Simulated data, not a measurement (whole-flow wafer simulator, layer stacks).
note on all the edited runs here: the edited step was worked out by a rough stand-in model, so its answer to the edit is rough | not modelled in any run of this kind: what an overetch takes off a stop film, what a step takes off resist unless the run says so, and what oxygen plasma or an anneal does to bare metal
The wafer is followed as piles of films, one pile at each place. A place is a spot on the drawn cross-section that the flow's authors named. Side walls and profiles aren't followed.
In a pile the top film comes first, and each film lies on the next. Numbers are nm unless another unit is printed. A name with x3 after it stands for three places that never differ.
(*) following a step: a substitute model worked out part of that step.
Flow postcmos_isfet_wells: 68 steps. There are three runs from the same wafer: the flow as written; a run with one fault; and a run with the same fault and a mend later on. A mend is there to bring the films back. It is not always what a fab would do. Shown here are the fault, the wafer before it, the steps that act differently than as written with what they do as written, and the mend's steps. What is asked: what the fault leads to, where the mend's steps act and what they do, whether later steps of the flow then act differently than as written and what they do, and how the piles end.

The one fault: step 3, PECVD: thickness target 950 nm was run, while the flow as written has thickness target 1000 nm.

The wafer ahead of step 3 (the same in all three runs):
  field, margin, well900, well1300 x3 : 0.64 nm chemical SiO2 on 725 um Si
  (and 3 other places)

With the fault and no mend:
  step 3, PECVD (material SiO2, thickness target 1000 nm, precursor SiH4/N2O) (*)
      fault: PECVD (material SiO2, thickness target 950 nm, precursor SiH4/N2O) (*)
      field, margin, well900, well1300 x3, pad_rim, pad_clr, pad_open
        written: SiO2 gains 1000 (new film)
        fault: SiO2 gains 950 (new film)
  None of the later steps of the flow acts differently than as written at any place that is followed.
  The piles end different from the flow's at field, margin, well900, well1300 x3, pad_rim, pad_clr, pad_open by more than 2% or 0.5 nm, whichever is larger.
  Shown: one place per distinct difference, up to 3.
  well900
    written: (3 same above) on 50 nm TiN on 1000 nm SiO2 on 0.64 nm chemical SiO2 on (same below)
    fault: (3 same above) on 50 nm TiN on 950 nm SiO2 on 0.64 nm chemical SiO2 on (same below)
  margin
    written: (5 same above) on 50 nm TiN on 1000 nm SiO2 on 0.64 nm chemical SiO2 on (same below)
    fault: (5 same above) on 50 nm TiN on 950 nm SiO2 on 0.64 nm chemical SiO2 on (same below)
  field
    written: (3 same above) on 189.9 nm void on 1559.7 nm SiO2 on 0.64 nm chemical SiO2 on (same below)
    fault: (3 same above) on 189.9 nm void on 1509.7 nm SiO2 on 0.64 nm chemical SiO2 on (same below)

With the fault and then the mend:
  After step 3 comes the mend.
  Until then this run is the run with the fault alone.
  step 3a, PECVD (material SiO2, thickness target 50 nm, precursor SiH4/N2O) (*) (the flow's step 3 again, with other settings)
      field, margin, well900, well1300 x3, pad_rim, pad_clr, pad_open
        SiO2 gains 50
  None of the later steps of the flow acts differently than as written at any place that is followed.
  At every place that both follow, the piles at the end match the flow's.
